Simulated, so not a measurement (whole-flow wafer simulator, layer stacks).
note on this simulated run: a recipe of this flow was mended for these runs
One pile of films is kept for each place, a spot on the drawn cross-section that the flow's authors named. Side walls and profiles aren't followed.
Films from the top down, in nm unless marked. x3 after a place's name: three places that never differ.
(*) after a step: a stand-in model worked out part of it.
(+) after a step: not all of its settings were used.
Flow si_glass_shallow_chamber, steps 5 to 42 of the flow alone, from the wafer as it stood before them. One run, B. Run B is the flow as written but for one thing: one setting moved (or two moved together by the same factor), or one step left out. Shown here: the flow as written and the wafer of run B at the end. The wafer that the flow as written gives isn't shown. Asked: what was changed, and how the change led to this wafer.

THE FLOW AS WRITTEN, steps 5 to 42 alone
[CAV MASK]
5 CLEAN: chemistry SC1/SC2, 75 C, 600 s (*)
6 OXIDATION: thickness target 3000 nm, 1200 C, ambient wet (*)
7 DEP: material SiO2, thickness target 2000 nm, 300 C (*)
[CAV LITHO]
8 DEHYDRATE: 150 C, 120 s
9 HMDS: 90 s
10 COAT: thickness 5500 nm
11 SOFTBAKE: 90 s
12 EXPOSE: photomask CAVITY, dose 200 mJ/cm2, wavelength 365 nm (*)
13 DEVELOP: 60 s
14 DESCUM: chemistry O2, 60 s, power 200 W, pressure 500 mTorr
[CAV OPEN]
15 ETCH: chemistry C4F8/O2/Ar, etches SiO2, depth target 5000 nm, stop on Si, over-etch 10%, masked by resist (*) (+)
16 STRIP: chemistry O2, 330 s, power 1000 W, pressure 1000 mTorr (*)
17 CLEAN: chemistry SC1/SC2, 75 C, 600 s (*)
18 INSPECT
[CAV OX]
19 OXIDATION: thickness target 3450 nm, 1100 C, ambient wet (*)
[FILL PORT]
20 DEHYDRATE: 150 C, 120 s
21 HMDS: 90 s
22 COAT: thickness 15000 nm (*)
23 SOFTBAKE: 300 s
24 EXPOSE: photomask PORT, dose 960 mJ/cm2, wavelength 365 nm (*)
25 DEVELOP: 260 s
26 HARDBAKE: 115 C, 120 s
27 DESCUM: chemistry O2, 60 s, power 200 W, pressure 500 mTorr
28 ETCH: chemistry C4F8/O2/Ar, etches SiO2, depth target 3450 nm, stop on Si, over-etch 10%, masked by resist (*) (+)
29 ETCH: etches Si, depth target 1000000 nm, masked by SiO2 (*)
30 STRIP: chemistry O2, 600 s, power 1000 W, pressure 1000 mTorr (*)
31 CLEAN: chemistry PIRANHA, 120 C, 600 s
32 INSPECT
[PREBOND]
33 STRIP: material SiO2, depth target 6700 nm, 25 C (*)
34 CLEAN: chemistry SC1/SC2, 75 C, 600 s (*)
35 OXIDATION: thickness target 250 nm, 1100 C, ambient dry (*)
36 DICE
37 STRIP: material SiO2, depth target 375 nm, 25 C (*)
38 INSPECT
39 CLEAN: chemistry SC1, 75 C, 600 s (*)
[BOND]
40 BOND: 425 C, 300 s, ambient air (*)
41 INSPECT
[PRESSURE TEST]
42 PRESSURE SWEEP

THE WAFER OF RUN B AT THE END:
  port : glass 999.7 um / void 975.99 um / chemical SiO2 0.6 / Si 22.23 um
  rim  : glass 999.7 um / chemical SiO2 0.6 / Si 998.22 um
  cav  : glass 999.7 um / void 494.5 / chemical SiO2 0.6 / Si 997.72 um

The cause: step 7, DEP: thickness target 4800 nm was run, where the flow has thickness target 2000 nm.

How the change led to this, step by step:
  7 DEP: material SiO2, thickness target 2000 nm, 300 C (*)
      rim, ramp, cav, port, septum, ring: SiO2 +4800 (as written it would be: SiO2 +2000)
  15 ETCH: chemistry C4F8/O2/Ar, etches SiO2, depth target 5000 nm, stop on Si, over-etch 10%, masked by resist (*) (+)
      cav, port: SiO2 -5500 (as written it would be: SiO2 -5000 (all of it), Si -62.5)
  16 STRIP: chemistry O2, 330 s, power 1000 W, pressure 1000 mTorr (*)
      cav, port: nothing (as written it would be: chemical SiO2 +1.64 (new film), Si -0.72)
  17 CLEAN: chemistry SC1/SC2, 75 C, 600 s (*)
      cav, port: SiO2 -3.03 (as written it would be: chemical SiO2 -1.04, Si -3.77)
  19 OXIDATION: thickness target 3450 nm, 1100 C, ambient wet (*)
      cav, port: SiO2 +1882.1, Si -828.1 (as written it would be: SiO2 +3450 (new film), chemical SiO2 -0.6 (all of it), Si -1517.7)
      rim, ramp, septum, ring: SiO2 +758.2, Si -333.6 (as written it would be: SiO2 +1110.9, Si -488.8)
  22 COAT: thickness 15000 nm (*)
      rim: thick-i-line-resist +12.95 um (new film) (as written it would be: thick-i-line-resist +13.4 um (new film))
      ramp: thick-i-line-resist +12.29 um (new film) (as written it would be: thick-i-line-resist +12.89 um (new film))
      (and at 4 more places)
  23 SOFTBAKE: 300 s
      rim: thick-i-line-resist -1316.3 (as written it would be: thick-i-line-resist -997)
      ramp: thick-i-line-resist -659.9 (as written it would be: thick-i-line-resist -487.1)
      (and at 4 more places)
  25 DEVELOP: 260 s
      port: thick-i-line-resist -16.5 um (all of it) (as written it would be: thick-i-line-resist -16.16 um (all of it))
  26 HARDBAKE: 115 C, 120 s
      rim, ramp: thick-i-line-resist -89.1 (as written it would be: thick-i-line-resist -98.2)
      cav: thick-i-line-resist -151.9 (as written it would be: thick-i-line-resist -147.1)
  28 ETCH: chemistry C4F8/O2/Ar, etches SiO2, depth target 3450 nm, stop on Si, over-etch 10%, masked by resist (*) (+)
      port: SiO2 -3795 (as written it would be: SiO2 -3450 (all of it), Si -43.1)
  29 ETCH: etches Si, depth target 1000000 nm, masked by SiO2 (*)
      port: SiO2 -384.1 (all of it), Si -975.5 um (as written it would be: hole +997.05 um (new film), Si -997.05 um (all of it))
      rim, ramp: thick-i-line-resist -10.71 um (all of it), SiO2 -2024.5 (as written it would be: thick-i-line-resist -11.47 um (all of it), SiO2 -1617.3)
      (and at 2 more places)
  30 STRIP: chemistry O2, 600 s, power 1000 W, pressure 1000 mTorr (*)
      port: chemical SiO2 +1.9 (new film), Si -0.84 (as written it would be: nothing)
      cav: thick-i-line-resist -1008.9 (all of it) (as written it would be: thick-i-line-resist -669.6 (all of it))
  33 STRIP: material SiO2, depth target 6700 nm, 25 C (*)
      port: chemical SiO2 -1.9 (all of it) (as written it would be: nothing)
      rim, ramp: SiO2 -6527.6 (all of it) (as written it would be: SiO2 -4487.5 (all of it))
      (and at 3 more places)
  34 CLEAN: chemistry SC1/SC2, 75 C, 600 s (*)
      port: chemical SiO2 +0.6 (new film), Si -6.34 (as written it would be: nothing)
  35 OXIDATION: thickness target 250 nm, 1100 C, ambient dry (*)
      port: SiO2 +250 (new film), chemical SiO2 -0.6 (all of it), Si -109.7 (as written it would be: nothing)
  37 STRIP: material SiO2, depth target 375 nm, 25 C (*)
      port: SiO2 -250 (all of it) (as written it would be: nothing)
  ... 1 more step ...
  40 BOND: 425 C, 300 s, ambient air (*)
      port: glass +999.7 um (new film), void +975.99 um (new film) (as written it would be: glass +999.7 um (new film), hole +1017.3)
      cav: glass +999.7 um (new film), void +494.5 (new film) (as written it would be: glass +999.7 um (new film), void +1095.9 (new film))
